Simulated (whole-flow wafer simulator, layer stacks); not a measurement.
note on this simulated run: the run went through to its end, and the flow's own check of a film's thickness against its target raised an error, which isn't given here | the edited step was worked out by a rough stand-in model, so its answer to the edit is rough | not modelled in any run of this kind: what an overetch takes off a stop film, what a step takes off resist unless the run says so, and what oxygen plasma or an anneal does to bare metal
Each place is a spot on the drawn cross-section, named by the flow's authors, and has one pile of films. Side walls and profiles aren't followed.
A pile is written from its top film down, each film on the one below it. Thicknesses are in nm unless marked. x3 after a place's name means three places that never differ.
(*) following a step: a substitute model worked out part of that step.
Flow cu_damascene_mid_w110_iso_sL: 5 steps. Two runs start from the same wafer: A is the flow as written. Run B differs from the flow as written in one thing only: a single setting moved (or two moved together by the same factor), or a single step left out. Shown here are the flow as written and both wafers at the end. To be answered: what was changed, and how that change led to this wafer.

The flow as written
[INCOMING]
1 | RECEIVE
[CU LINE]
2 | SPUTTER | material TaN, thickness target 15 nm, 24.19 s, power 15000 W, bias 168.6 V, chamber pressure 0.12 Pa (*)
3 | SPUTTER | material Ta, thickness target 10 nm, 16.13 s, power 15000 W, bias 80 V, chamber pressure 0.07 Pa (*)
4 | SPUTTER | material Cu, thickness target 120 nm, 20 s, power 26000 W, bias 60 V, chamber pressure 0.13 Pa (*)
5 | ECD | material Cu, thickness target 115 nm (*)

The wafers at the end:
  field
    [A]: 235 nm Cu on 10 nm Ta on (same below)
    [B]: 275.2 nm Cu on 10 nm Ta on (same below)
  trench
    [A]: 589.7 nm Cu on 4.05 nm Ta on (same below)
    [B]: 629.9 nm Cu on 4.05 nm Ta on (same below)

The reason: step 5, ECD: thickness target 155.2 nm was run, though the flow has thickness target 115 nm.

How this came from the change, step by step:
  5 | ECD | material Cu, thickness target 115 nm (*)
      field: A +115 Cu | B +155.2 Cu
      trench: A +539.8 Cu | B +580 Cu
